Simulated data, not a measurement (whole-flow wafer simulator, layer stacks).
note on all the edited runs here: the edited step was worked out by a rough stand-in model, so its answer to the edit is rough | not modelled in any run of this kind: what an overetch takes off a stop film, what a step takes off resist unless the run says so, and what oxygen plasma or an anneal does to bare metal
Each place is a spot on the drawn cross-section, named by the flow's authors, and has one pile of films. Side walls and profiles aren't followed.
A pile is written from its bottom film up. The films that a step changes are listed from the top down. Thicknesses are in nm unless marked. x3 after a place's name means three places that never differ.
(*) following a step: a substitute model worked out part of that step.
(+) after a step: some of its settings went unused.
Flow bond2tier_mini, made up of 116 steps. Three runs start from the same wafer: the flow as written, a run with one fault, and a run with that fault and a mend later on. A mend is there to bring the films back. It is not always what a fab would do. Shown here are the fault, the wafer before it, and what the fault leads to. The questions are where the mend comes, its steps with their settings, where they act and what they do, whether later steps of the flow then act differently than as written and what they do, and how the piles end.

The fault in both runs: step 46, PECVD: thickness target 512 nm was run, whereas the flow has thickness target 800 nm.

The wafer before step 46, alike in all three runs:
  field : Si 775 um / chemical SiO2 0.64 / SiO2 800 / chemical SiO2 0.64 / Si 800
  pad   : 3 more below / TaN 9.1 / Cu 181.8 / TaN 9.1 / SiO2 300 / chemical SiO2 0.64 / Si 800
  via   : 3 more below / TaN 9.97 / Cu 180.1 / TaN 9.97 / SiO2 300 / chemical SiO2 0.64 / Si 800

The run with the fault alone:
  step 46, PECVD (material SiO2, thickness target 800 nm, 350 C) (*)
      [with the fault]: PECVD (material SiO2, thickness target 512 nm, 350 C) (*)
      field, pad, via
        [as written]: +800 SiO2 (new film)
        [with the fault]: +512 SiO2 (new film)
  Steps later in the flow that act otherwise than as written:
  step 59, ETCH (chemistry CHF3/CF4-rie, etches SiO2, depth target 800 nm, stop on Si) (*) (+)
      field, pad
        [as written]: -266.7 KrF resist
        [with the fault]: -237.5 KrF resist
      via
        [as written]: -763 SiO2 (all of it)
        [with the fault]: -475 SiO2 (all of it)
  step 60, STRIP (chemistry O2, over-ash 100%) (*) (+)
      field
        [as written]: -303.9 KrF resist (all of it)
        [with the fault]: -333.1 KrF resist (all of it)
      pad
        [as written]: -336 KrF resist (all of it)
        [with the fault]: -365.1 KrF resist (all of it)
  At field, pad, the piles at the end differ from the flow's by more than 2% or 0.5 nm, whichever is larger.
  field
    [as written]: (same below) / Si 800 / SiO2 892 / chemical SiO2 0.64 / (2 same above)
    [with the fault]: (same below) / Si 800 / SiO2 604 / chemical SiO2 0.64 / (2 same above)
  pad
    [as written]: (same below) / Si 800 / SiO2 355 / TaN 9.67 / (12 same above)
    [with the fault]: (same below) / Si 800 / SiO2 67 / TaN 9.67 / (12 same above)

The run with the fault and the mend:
  After step 51 comes the mend.
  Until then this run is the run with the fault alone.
  step 51a, STRIP (chemistry O2, over-ash 100%) (+)
      field
        -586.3 KrF resist (all of it)
  step 51b, PECVD (material SiO2, thickness target 288 nm, 350 C) (*) (the flow's step 46 again, with other settings)
      field, pad, via
        +288 SiO2
  step 51c, COAT (KrF resist, thickness 600 nm) (the flow's step 47 again)
      field, pad, via
        +600 KrF resist (new film)
  step 51d, SOFTBAKE (KrF resist) (the flow's step 48 again)
      leaves every film unchanged at each place that is followed
  step 51e, EXPOSE (photomask T2TRIM, NA 0.6) (the flow's step 49 again)
      leaves every film unchanged at each place that is followed
  step 51f, PEB (KrF resist) (the flow's step 50 again)
      leaves every film unchanged at each place that is followed
  step 51g, DEVELOP (developer TMAH-0.26N, 60 s) (the flow's step 51 again)
      pad, via
        -600 KrF resist (all of it)
      field
        -13.7 KrF resist
  Every later step of the flow that is run acts as written at every place that is followed.
  At every place that both follow, the piles at the end match the flow's.
